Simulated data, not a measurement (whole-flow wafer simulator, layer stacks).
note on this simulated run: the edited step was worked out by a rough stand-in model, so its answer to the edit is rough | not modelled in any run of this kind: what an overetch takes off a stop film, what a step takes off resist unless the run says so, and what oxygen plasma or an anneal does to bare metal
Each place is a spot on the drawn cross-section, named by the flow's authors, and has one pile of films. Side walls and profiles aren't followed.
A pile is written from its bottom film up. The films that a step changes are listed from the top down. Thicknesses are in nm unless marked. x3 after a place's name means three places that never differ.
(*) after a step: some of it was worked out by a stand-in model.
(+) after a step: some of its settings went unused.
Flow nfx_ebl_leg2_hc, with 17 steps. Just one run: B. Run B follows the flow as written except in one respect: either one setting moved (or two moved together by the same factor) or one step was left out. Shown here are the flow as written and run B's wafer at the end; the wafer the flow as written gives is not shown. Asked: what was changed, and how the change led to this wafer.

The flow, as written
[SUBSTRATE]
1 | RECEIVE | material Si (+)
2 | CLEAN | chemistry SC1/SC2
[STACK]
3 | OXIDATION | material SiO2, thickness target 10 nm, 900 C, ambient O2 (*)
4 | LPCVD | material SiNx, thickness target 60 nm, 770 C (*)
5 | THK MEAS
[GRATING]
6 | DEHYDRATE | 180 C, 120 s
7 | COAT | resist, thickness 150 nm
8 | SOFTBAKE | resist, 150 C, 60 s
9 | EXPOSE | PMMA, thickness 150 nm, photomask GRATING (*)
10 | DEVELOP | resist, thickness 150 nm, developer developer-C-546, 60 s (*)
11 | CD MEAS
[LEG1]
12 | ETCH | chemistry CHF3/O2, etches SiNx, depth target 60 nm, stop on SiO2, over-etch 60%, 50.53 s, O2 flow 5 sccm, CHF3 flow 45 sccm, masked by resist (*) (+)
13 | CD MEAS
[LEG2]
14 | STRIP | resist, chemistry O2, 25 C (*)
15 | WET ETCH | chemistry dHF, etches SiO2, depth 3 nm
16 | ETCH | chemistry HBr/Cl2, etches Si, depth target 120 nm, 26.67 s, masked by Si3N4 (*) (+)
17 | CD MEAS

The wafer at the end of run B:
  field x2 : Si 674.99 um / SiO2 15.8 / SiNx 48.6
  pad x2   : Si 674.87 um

What caused this: step 3, OXIDATION: thickness target 15.8 nm was run, while the flow as written has thickness target 10 nm.
The wafer lets one read it off: field x2 has SiO2 15.8, and step 3 as written asks for 10 nm.

How this came from the change, step by step:
  3 | OXIDATION | material SiO2, thickness target 10 nm, 900 C, ambient O2 (*)
      field x2, pad x2: +15.8 SiO2 (new film), -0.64 chemical SiO2 (all of it), -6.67 Si (it would be, as written: +10 SiO2 (new film), -0.64 chemical SiO2 (all of it), -4.12 Si)
  12 | ETCH | chemistry CHF3/O2, etches SiNx, depth target 60 nm, stop on SiO2, over-etch 60%, 50.53 s, O2 flow 5 sccm, CHF3 flow 45 sccm, masked by resist (*) (+)
      pad x2: -60 SiNx (all of it), -15.8 SiO2 (all of it) (it would be, as written: -60 SiNx (all of it), -10 SiO2 (all of it))
